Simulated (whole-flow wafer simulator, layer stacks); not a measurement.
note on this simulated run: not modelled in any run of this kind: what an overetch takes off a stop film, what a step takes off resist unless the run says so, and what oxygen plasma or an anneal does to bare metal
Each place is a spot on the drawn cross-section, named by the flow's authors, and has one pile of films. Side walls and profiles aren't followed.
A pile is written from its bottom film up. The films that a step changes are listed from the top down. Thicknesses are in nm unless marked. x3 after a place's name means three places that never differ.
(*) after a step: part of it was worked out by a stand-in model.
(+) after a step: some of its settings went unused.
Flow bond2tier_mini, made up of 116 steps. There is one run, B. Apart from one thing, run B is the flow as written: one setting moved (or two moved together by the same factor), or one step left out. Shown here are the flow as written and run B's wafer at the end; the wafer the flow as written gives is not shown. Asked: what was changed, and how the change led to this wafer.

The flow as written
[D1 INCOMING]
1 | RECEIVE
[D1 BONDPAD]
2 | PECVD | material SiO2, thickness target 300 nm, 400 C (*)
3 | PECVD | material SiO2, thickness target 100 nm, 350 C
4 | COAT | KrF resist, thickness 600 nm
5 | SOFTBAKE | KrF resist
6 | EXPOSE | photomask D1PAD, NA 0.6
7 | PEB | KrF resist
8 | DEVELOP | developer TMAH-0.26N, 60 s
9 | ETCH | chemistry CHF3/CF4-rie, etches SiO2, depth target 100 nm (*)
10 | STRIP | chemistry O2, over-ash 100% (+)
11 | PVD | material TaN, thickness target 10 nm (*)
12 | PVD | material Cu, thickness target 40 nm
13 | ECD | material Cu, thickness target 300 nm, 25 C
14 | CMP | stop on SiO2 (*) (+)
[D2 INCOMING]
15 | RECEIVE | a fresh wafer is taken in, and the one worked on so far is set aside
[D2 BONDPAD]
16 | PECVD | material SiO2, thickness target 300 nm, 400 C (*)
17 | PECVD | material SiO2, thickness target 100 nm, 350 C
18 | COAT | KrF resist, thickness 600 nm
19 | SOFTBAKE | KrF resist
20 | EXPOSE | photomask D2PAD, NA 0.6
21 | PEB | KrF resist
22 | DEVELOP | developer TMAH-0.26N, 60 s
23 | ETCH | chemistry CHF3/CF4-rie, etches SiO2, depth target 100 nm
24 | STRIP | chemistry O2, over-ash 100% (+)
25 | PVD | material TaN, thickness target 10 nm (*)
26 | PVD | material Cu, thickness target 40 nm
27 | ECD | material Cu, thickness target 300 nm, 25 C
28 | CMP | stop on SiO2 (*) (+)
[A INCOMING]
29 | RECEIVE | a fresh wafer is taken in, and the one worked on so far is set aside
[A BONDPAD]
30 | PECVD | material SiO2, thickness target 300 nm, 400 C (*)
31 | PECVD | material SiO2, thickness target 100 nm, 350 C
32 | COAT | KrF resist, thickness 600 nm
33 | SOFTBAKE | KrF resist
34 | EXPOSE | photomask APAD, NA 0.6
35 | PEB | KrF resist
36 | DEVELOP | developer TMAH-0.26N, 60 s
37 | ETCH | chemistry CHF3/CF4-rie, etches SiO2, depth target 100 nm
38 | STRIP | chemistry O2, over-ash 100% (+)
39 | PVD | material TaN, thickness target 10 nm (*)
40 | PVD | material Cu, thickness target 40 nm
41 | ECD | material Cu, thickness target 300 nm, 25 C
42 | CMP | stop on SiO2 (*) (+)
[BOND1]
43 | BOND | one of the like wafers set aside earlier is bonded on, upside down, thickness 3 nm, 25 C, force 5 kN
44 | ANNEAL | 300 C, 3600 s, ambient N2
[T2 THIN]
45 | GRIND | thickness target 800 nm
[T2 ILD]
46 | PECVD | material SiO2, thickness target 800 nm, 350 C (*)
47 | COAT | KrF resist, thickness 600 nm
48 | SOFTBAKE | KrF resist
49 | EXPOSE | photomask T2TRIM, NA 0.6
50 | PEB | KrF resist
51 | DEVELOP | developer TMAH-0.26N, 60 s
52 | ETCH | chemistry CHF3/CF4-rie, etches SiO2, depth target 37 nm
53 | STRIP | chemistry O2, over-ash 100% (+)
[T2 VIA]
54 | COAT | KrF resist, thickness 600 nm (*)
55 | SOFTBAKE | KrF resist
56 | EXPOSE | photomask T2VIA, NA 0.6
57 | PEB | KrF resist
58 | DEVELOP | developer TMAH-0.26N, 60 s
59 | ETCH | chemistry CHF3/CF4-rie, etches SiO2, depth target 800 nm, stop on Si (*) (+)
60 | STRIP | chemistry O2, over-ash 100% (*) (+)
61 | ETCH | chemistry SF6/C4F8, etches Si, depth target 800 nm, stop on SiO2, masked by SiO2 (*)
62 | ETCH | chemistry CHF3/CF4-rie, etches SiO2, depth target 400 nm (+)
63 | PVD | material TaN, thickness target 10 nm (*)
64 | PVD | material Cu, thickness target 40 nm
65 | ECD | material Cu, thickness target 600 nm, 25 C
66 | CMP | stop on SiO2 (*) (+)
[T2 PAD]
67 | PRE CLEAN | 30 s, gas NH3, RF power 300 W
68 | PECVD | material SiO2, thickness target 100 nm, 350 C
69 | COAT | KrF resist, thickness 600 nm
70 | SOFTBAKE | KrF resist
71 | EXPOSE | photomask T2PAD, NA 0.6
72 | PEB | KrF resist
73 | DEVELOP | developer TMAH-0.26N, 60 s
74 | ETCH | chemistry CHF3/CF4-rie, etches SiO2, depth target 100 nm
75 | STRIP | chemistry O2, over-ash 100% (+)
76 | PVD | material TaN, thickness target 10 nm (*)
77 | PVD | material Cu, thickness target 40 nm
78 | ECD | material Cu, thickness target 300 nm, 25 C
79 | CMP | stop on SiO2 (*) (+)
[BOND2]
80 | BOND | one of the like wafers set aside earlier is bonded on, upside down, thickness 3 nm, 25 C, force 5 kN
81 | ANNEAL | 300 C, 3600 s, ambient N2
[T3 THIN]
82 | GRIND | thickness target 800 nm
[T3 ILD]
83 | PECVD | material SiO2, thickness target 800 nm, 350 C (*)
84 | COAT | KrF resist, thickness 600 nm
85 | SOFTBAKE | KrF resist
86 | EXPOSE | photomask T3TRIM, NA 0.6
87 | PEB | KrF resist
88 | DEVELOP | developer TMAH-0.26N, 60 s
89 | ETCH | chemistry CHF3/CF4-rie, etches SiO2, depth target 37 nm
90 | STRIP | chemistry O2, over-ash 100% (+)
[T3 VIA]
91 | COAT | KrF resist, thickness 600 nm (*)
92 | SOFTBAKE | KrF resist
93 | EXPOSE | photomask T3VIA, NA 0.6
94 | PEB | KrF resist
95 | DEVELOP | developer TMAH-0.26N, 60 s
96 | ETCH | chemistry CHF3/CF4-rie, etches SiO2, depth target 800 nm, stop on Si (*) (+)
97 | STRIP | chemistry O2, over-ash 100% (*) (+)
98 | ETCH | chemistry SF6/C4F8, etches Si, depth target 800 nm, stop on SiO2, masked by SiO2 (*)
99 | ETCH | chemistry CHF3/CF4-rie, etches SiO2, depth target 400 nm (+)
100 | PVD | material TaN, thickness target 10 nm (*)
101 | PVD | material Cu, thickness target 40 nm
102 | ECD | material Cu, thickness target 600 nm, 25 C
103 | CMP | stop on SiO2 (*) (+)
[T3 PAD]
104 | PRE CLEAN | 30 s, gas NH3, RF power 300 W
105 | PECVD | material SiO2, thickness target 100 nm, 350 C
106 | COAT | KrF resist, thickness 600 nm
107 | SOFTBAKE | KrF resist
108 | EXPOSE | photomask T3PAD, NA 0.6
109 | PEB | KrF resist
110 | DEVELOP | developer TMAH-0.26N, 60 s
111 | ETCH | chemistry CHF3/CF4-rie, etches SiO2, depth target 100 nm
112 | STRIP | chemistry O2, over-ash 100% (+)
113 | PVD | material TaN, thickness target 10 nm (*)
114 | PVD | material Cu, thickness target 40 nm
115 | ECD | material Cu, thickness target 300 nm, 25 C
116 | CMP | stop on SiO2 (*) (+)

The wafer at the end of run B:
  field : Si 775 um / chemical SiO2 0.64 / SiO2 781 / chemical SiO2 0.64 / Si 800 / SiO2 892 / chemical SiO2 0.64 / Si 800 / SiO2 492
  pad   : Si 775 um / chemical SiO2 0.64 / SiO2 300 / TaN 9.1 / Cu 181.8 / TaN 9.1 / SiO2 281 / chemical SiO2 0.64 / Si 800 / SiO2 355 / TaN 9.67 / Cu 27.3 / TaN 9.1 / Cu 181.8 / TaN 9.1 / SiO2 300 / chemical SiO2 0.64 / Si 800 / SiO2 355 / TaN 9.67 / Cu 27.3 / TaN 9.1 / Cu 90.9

Cause: step 3, PECVD: thickness target 81 nm was run, whereas the flow has thickness target 100 nm.

Step by step, how the change led to this:
  3 | PECVD | material SiO2, thickness target 100 nm, 350 C
      field, pad, via: SiO2 gains 81 (it would be, as written: SiO2 gains 100)
  43 | BOND | one of the like wafers set aside earlier is bonded on, upside down, thickness 3 nm, 25 C, force 5 kN
      field: Si gains 775 um (new film), chemical SiO2 gains 0.64 (new film), SiO2 gains 381 (it would be, as written: Si gains 775 um (new film), chemical SiO2 gains 0.64 (new film), SiO2 gains 400)
      pad: Si gains 775 um (new film), chemical SiO2 gains 0.64 (new film), SiO2 gains 281 (new film), TaN gains 9.1 (new film), Cu gains 90.9 (it would be, as written: Si gains 775 um (new film), chemical SiO2 gains 0.64 (new film), SiO2 gains 300 (new film), TaN gains 9.1 (new film), Cu gains 90.9)
      (and at 1 other place as well)
